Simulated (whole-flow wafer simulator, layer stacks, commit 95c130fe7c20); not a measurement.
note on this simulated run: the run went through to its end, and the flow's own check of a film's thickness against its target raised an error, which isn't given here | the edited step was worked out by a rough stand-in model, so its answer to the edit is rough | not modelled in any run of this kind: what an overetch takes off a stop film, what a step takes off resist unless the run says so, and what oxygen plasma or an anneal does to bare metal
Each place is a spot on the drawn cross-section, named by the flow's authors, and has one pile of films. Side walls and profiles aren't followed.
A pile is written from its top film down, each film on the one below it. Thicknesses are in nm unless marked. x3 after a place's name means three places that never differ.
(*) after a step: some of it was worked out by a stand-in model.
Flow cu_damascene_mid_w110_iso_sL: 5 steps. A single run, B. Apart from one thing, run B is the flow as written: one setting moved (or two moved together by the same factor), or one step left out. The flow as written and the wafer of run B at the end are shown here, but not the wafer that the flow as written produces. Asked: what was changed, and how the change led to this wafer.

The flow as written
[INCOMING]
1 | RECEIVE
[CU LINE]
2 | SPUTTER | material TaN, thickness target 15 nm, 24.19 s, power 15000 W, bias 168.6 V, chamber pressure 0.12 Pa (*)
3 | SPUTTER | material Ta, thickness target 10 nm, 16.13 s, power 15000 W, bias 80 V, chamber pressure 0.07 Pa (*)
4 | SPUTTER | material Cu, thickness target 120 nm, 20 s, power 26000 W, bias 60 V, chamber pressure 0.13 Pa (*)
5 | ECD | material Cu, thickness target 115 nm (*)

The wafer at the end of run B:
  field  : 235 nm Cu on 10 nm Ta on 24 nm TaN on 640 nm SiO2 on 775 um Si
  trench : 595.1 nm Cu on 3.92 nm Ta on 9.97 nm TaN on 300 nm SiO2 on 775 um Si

Cause: step 2, SPUTTER: thickness target 24 nm was run, whereas the flow has thickness target 15 nm.
The wafer lets one read it off: field has TaN 24, and step 2 as written asks for 15 nm.

Step by step, how the change led to this:
  2 | SPUTTER | material TaN, thickness target 15 nm, 24.19 s, power 15000 W, bias 168.6 V, chamber pressure 0.12 Pa (*)
      field: +24 TaN (new film) (in the flow as written it would be: +15 TaN (new film))
      trench: +9.97 TaN (new film) (in the flow as written it would be: +6.23 TaN (new film))
  4 | SPUTTER | material Cu, thickness target 120 nm, 20 s, power 26000 W, bias 60 V, chamber pressure 0.13 Pa (*)
      trench: +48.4 Cu (new film) (in the flow as written it would be: +49.9 Cu (new film))
